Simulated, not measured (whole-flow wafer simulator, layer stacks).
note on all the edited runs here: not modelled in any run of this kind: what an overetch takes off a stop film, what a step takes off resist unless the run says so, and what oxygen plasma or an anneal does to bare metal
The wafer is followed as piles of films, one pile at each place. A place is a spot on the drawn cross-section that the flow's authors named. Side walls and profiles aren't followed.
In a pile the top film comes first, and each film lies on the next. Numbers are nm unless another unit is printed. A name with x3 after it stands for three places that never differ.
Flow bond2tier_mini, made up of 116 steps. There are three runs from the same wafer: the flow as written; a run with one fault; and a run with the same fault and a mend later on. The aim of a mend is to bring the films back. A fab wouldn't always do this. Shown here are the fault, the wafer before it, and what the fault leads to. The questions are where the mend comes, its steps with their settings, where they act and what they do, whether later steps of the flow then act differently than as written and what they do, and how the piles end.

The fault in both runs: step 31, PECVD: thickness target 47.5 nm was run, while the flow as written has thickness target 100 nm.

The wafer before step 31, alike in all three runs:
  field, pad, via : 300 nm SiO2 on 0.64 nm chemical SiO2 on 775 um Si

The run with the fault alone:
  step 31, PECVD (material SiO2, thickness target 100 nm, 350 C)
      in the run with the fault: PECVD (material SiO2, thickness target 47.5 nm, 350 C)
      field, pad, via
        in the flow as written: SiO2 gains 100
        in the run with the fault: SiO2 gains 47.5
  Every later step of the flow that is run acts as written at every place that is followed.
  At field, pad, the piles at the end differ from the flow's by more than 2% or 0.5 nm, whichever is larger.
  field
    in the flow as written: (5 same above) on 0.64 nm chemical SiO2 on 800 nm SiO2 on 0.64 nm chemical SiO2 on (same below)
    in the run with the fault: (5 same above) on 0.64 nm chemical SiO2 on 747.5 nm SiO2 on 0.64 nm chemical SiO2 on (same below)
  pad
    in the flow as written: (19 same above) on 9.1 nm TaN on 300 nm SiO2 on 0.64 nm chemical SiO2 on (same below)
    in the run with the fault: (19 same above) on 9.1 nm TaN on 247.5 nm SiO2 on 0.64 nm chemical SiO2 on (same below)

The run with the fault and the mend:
  The mend follows step 31.
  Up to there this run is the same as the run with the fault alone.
  step 31a, PECVD (material SiO2, thickness target 52.5 nm, 350 C) (the flow's step 31, run once more with other settings)
      field, pad, via
        SiO2 gains 52.5
  Every later step of the flow that is run acts as written at every place that is followed.
  The piles end the same as the flow's at every place that both follow.
